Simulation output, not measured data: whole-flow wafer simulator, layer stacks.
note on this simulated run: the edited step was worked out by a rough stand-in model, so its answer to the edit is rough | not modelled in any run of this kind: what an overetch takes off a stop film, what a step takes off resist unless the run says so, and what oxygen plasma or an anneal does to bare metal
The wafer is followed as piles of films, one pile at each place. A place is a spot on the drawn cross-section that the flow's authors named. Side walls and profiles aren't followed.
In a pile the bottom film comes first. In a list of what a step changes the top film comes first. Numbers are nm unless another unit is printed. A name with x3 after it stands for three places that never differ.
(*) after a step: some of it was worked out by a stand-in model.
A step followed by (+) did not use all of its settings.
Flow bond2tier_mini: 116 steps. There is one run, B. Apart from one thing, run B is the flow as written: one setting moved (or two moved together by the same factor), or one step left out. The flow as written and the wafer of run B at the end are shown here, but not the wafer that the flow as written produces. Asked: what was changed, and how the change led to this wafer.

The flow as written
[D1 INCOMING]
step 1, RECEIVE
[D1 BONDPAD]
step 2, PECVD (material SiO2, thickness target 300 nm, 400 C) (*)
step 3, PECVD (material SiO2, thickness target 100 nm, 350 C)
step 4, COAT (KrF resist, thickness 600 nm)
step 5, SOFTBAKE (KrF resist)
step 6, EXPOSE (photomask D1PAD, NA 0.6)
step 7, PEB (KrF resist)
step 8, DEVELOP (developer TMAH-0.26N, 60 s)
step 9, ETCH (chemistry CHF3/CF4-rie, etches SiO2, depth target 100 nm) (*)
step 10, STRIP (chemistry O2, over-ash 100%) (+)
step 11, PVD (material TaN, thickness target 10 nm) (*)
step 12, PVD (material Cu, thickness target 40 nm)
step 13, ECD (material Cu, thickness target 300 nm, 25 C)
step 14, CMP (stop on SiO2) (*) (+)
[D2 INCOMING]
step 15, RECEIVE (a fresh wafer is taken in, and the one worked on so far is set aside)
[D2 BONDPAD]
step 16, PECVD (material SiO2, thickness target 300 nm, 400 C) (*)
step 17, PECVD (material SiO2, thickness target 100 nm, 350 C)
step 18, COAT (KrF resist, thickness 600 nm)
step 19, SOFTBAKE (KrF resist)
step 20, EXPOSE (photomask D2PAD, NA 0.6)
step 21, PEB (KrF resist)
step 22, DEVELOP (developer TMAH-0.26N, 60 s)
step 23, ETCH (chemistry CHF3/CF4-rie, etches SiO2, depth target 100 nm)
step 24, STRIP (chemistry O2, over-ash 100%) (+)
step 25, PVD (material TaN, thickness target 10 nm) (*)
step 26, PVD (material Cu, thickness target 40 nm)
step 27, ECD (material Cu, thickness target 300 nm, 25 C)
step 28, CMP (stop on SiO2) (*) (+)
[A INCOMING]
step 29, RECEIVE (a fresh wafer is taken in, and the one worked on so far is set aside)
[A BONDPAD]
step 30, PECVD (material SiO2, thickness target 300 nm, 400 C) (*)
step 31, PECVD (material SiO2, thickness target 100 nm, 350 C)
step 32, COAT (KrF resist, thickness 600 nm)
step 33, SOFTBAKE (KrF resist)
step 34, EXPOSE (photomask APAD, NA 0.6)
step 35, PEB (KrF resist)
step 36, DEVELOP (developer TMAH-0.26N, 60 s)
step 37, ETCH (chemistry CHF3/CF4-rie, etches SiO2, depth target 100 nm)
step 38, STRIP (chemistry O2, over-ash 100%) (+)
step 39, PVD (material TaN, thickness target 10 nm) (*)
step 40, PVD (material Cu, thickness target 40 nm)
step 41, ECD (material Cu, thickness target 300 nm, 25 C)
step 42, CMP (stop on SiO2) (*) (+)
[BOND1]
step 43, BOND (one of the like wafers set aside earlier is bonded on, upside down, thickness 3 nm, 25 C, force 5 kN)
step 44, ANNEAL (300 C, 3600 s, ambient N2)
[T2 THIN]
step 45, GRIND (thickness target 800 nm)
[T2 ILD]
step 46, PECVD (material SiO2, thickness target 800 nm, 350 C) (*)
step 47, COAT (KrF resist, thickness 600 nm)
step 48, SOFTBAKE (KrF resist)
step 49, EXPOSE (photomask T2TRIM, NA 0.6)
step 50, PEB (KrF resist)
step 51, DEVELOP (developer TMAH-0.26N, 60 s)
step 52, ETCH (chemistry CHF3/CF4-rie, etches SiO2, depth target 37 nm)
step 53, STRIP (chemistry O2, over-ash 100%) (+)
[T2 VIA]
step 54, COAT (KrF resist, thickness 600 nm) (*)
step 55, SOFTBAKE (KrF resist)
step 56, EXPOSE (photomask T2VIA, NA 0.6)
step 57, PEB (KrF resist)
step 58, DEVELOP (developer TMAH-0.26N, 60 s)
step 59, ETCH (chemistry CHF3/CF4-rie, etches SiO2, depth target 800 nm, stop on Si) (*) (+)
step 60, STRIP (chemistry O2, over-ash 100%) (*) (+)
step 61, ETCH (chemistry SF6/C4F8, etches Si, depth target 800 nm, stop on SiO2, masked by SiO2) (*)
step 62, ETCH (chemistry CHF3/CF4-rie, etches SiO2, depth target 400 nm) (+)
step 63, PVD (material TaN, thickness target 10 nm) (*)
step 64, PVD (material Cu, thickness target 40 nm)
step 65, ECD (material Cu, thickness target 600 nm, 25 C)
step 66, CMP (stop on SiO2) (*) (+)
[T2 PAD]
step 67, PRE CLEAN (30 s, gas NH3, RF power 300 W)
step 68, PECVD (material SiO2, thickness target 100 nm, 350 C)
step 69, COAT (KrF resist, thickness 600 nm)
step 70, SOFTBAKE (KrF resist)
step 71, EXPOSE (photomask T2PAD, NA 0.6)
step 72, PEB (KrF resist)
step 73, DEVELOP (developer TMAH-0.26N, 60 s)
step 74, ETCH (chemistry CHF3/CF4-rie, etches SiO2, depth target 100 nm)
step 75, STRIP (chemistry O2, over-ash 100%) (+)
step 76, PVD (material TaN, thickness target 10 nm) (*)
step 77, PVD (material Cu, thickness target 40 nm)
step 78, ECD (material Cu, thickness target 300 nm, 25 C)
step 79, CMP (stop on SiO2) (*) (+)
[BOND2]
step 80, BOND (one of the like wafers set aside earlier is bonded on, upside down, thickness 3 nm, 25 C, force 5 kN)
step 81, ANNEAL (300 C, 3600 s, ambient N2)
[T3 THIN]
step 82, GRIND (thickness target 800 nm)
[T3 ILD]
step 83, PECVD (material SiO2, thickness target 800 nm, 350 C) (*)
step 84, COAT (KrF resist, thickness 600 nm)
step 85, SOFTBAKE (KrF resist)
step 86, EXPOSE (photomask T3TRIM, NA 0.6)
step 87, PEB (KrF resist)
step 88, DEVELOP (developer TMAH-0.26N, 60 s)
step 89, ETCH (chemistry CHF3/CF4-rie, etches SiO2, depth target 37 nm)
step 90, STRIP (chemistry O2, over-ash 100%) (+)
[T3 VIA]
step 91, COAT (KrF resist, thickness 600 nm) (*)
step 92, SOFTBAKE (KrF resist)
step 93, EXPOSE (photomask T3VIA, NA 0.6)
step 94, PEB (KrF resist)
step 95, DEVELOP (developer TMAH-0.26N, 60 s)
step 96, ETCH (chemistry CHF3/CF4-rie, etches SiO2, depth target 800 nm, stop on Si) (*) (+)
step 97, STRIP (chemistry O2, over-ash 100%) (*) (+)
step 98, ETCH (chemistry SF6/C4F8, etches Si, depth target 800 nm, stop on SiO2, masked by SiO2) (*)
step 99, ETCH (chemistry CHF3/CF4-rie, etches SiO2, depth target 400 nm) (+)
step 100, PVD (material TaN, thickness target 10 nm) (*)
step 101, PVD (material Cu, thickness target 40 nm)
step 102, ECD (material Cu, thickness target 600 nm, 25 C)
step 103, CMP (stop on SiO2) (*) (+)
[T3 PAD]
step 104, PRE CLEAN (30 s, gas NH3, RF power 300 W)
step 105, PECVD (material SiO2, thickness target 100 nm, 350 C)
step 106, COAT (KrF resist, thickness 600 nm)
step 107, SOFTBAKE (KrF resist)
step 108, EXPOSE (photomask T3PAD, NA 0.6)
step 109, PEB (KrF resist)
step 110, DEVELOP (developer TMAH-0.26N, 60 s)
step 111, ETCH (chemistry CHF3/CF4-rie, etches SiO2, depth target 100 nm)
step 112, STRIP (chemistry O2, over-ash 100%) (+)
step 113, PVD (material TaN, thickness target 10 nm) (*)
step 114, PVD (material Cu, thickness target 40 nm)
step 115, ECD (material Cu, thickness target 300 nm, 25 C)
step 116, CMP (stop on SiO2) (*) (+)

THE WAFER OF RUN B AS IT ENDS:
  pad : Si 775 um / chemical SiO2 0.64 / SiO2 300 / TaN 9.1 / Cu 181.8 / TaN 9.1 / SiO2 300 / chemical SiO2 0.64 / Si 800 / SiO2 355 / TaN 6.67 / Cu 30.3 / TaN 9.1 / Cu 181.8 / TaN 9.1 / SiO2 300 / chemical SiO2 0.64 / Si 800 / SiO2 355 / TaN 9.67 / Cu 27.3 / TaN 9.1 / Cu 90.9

The reason: step 63, PVD: thickness target 6.9 nm was run, while the flow as written has thickness target 10 nm.

Step by step, how the change led to this:
  step 63, PVD (material TaN, thickness target 10 nm) (*)
      field: TaN gains 6.9 (new film) (it would be, as written: TaN gains 10 (new film))
      pad: TaN gains 6.67 (new film) (it would be, as written: TaN gains 9.67 (new film))
  step 66, CMP (stop on SiO2) (*) (+)
      field: Cu loses 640 (all of it), TaN loses 6.9 (all of it) (it would be, as written: Cu loses 640 (all of it), TaN loses 10 (all of it))
